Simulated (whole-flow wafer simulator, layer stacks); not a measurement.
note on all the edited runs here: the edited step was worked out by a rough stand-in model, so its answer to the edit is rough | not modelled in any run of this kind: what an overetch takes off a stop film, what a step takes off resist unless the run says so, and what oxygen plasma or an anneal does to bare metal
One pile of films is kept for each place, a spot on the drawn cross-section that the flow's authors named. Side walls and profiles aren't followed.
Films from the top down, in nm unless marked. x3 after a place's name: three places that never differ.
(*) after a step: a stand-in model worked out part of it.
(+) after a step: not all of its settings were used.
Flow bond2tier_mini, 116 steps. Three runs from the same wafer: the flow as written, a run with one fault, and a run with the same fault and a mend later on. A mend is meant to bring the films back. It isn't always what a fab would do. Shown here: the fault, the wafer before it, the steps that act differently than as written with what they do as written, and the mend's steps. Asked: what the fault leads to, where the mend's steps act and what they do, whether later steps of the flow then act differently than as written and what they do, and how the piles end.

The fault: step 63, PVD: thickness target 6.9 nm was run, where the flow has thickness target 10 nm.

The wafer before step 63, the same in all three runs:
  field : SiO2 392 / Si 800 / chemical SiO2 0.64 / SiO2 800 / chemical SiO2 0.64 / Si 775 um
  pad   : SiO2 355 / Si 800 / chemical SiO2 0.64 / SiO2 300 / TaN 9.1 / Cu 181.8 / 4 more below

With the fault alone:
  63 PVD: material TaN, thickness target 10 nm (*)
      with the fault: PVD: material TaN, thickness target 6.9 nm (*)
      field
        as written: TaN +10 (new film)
        with the fault: TaN +6.9 (new film)
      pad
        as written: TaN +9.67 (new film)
        with the fault: TaN +6.67 (new film)
  Later steps of the flow that act differently than as written (1 more step differs only slightly, by at most 2% or 0.5 nm, whichever is larger, and isn't shown):
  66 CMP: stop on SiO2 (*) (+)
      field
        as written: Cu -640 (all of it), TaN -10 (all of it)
        with the fault: Cu -640 (all of it), TaN -6.9 (all of it)
  At the end the piles differ from the flow's by more than 2% or 0.5 nm, whichever is larger, at pad.
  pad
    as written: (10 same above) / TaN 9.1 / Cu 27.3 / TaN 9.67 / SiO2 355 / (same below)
    with the fault: (10 same above) / TaN 9.1 / Cu 30.3 / TaN 6.67 / SiO2 355 / (same below)

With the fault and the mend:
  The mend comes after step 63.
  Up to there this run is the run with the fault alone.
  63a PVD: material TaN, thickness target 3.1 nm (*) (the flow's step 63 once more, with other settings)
      field
        TaN +3.1
      pad
        TaN +3
  No later step of the flow acts differently than as written at any place that is followed.
  At the end the piles are the same as the flow's at every place that both follow.
